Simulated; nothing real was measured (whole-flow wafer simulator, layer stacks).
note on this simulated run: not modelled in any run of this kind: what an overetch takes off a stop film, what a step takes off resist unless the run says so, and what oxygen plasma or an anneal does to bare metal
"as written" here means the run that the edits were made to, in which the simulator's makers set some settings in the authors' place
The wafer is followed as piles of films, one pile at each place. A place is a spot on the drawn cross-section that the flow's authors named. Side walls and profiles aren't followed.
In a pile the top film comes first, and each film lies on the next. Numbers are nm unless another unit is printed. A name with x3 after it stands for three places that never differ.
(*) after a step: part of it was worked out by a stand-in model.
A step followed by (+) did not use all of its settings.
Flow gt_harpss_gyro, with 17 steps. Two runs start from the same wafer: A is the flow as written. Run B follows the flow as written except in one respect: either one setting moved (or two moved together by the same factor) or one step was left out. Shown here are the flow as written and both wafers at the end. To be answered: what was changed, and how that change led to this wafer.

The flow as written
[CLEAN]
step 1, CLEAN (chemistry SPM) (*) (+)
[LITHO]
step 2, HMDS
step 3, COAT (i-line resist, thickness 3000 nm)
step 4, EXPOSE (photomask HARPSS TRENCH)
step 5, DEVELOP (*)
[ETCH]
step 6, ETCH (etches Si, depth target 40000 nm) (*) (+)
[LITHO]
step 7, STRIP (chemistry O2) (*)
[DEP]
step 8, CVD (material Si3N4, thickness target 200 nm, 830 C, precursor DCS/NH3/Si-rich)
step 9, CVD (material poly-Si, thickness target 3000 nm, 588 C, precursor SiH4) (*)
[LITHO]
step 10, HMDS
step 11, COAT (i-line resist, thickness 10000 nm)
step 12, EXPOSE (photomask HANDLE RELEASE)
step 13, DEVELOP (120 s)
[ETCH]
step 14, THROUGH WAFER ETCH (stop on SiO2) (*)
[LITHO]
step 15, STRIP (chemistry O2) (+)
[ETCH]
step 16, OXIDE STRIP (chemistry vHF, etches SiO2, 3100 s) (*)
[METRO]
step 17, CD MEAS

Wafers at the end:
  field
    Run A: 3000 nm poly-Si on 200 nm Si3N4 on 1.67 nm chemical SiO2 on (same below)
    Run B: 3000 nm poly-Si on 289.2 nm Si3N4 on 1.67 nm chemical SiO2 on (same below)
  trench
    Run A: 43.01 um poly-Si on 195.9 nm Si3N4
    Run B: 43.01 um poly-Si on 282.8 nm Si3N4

What caused this: step 8, CVD: thickness target 289.2 nm was run, while the flow as written has thickness target 200 nm.
One can read it off the wafer: field has Si3N4 289.2, and step 8 as written asks for 200 nm.

How this came from the change, step by step:
  step 8, CVD (material Si3N4, thickness target 200 nm, 830 C, precursor DCS/NH3/Si-rich)
      field: A Si3N4 gains 200 (new film) | B Si3N4 gains 289.2 (new film)
      trench: A Si3N4 gains 195.9 (new film) | B Si3N4 gains 282.8 (new film)
